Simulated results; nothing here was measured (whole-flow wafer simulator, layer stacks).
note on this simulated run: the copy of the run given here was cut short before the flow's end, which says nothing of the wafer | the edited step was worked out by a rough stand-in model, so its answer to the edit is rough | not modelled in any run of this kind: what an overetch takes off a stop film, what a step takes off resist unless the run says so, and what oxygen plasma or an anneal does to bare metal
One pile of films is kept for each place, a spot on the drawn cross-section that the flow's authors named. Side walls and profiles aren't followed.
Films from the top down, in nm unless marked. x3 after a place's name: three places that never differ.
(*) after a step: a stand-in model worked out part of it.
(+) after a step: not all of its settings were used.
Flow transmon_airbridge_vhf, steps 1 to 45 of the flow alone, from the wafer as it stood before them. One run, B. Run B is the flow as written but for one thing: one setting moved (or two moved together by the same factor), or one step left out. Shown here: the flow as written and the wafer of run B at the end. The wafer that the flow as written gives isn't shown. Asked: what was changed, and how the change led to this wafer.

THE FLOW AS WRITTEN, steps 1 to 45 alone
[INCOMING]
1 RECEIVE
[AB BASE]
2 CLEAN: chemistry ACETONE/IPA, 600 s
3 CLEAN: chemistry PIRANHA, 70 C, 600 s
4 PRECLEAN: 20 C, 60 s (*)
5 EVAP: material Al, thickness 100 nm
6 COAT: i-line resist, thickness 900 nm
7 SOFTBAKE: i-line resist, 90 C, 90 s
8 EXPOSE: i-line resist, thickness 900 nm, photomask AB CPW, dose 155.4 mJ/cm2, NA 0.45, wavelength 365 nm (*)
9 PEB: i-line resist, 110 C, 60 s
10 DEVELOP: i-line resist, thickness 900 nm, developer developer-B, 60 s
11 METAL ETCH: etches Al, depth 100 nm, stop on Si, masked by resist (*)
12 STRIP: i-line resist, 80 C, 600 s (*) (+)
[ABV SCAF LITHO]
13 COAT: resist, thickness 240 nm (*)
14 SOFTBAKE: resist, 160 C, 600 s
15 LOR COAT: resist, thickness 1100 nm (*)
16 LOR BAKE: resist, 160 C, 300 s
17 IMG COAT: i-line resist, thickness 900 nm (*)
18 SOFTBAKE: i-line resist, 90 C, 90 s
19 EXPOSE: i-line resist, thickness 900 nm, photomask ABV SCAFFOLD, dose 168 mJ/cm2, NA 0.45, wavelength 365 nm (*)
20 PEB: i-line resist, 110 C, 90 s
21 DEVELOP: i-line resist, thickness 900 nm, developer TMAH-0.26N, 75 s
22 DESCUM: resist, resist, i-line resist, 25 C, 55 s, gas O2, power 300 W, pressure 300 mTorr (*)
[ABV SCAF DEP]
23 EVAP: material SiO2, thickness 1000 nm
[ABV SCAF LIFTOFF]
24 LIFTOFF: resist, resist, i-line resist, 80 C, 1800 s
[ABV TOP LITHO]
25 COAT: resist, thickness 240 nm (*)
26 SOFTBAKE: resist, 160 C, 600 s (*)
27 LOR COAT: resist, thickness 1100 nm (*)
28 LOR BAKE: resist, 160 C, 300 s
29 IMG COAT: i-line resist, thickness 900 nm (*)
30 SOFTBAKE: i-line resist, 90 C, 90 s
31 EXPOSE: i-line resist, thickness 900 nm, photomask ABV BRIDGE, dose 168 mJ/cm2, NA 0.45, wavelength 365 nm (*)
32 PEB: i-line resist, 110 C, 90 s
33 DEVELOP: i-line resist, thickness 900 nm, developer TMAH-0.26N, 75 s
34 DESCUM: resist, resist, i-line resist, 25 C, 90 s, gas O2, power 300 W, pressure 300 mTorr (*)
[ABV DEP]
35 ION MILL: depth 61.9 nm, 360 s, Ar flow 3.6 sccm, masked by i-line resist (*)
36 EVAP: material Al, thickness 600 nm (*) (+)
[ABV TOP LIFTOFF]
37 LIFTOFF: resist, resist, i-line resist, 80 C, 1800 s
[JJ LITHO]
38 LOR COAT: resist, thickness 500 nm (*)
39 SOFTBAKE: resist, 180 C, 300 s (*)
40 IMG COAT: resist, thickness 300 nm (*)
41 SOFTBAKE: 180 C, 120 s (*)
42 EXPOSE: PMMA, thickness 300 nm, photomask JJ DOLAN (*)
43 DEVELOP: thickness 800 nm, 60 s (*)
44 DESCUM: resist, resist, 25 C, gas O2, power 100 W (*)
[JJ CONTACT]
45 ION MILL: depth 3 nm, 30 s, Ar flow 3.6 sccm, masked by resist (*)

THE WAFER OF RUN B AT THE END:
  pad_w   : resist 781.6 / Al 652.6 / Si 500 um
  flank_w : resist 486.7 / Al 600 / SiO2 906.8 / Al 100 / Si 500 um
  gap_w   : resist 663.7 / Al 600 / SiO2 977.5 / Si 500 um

The cause: step 35, ION MILL: depth 38.7 nm was run, where the flow has depth 61.9 nm; step 35, ION MILL: 225 s was run, where the flow has 360 s.

How the change led to this, step by step:
  35 ION MILL: depth 61.9 nm, 360 s, Ar flow 3.6 sccm, masked by i-line resist (*)
      field x3, jj_line, ground_far, trace_open_s x2, margin_s, margin_n: i-line resist -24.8 (as written it would be: i-line resist -39.7)
      flank_w, gap_w, cpw_trace, gap_e, flank_e, bridge_strip: SiO2 -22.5 (as written it would be: SiO2 -36)
      (and at 2 more places)
  37 LIFTOFF: resist, resist, i-line resist, 80 C, 1800 s
      field x3, jj_line, trace_open_s x2: Al -600 (all of it), i-line resist -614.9 (all of it), resist -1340 (all of it) (as written it would be: Al -600 (all of it), i-line resist -600 (all of it), resist -1340 (all of it))
      margin_s, margin_n: Al -600 (all of it), i-line resist -333.2 (all of it), resist -992 (all of it) (as written it would be: Al -600 (all of it), i-line resist -318.3 (all of it), resist -992 (all of it))
      (and at 1 more place)
